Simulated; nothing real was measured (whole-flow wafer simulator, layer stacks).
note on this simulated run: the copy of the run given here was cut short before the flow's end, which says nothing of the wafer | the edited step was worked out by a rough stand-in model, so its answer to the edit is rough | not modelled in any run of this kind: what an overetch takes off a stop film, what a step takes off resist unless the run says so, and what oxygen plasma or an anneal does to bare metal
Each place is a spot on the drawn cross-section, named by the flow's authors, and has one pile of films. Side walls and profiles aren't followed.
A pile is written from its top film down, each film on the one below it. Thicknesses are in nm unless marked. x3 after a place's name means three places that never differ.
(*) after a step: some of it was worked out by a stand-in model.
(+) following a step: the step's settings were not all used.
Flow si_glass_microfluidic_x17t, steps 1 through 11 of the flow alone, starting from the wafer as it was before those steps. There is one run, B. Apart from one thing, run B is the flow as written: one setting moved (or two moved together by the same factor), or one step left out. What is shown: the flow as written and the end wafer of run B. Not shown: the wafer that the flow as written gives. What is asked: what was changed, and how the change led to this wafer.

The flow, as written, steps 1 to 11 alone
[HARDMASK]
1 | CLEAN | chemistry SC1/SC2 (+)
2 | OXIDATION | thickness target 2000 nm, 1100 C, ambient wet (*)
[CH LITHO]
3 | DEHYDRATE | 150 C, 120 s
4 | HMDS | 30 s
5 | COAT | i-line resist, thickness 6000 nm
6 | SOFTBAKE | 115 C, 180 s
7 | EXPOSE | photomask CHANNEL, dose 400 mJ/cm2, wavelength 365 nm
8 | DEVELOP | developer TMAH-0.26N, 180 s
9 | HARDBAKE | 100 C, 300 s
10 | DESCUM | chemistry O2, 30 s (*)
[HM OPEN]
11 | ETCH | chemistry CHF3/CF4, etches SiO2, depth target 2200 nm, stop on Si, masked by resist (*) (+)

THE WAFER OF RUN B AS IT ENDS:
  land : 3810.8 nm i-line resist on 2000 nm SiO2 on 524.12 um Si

Cause: step 11, ETCH: depth target 2585 nm was run, though the flow has depth target 2200 nm.

How this came from the change, step by step:
  11 | ETCH | chemistry CHF3/CF4, etches SiO2, depth target 2200 nm, stop on Si, masked by resist (*) (+)
      land: -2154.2 i-line resist (it would be, as written: -1833.3 i-line resist)
